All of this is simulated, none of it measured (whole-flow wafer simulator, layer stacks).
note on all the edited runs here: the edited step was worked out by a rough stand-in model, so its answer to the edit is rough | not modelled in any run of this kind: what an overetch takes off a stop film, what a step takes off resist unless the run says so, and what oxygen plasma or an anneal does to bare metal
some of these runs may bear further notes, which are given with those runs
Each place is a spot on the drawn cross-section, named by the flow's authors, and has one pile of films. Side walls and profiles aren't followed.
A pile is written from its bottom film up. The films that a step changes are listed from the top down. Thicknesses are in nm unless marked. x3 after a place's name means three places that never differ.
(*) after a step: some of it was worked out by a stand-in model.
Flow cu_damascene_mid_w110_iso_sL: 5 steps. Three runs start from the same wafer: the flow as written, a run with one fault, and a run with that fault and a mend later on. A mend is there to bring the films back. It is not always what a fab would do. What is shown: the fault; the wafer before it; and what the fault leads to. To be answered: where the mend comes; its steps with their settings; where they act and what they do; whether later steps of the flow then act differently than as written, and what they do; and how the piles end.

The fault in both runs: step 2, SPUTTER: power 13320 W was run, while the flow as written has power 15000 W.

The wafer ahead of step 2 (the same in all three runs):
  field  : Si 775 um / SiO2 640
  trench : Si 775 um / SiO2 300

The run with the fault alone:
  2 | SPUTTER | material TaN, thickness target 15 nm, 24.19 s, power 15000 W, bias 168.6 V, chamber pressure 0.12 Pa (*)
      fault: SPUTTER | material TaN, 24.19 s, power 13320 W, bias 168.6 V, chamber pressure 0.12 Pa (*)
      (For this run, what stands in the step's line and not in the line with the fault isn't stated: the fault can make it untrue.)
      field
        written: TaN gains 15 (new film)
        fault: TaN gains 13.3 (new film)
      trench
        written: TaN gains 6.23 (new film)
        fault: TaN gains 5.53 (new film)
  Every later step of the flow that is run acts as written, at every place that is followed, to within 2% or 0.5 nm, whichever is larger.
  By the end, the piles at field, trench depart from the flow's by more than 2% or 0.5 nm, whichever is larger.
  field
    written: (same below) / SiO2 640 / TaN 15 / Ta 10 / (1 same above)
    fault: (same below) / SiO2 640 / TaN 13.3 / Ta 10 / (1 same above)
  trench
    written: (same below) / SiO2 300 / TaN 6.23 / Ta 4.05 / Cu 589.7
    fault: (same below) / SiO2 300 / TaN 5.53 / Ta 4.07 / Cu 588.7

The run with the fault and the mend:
  The mend follows step 2.
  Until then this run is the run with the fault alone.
  2a | SPUTTER | material TaN, thickness target 1.683 nm, 2.713 s, power 15000 W, bias 168.6 V, chamber pressure 0.12 Pa (*) (a further turn of the flow's step 2, with different settings)
      field
        TaN gains 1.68
      trench
        TaN gains 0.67
  Every later step of the flow that is run acts as written at every place that is followed.
  The piles end only slightly different from the flow's at the places that both follow, by no more than 2% or 0.5 nm, whichever is larger.
